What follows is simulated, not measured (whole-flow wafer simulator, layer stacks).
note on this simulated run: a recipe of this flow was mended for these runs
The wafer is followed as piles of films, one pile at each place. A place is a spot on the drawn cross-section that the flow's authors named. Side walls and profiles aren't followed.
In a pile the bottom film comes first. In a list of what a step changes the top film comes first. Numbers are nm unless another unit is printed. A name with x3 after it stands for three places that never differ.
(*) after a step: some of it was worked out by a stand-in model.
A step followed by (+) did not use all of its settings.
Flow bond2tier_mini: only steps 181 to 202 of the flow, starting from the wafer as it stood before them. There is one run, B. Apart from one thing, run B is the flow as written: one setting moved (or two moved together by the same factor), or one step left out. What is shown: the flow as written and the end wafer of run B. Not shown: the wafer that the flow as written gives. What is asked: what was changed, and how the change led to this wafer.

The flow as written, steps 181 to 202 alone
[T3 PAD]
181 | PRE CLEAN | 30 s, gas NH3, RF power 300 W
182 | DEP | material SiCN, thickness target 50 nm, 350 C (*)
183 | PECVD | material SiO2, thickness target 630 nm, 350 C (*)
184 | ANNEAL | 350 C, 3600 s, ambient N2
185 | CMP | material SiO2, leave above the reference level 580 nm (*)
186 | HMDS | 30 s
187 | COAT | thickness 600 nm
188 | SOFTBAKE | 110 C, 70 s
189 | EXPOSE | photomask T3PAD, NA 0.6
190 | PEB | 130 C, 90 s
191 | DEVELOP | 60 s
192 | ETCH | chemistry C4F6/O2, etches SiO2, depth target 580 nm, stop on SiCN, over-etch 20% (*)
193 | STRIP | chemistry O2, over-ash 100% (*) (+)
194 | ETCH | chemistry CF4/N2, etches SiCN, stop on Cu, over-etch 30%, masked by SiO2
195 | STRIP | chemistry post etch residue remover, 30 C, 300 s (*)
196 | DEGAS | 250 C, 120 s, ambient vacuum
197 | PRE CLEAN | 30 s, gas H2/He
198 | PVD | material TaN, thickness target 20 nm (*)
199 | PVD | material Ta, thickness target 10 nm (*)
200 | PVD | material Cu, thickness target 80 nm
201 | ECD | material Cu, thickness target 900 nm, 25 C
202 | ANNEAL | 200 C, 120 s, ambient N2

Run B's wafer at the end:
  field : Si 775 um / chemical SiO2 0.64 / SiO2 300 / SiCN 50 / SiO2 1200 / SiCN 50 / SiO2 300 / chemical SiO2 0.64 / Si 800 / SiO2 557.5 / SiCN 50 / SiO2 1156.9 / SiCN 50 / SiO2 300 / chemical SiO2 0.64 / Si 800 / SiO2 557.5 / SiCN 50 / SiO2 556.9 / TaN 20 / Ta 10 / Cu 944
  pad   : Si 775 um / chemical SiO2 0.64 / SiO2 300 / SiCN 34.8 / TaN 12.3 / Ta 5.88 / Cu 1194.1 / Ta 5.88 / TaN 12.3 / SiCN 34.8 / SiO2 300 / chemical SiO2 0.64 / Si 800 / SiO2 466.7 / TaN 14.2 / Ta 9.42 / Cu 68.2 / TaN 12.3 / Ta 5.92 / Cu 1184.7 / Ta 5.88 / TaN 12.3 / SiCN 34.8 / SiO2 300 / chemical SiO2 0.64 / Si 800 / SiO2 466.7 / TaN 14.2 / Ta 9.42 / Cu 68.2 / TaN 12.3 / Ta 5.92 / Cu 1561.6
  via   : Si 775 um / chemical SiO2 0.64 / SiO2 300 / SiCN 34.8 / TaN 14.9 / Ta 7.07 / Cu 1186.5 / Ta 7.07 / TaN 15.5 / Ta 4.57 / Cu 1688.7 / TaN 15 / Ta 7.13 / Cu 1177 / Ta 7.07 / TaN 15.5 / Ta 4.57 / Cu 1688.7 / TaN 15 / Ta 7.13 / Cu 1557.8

Cause: step 200, PVD: thickness target 44 nm was run, whereas the flow has thickness target 80 nm.

Step by step, how the change led to this:
  200 | PVD | material Cu, thickness target 80 nm
      field: Cu gains 44 (new film) (it would be, as written: Cu gains 80 (new film))
      pad: Cu gains 26.9 (new film) (it would be, as written: Cu gains 48.7 (new film))
      (and at 1 other place as well)
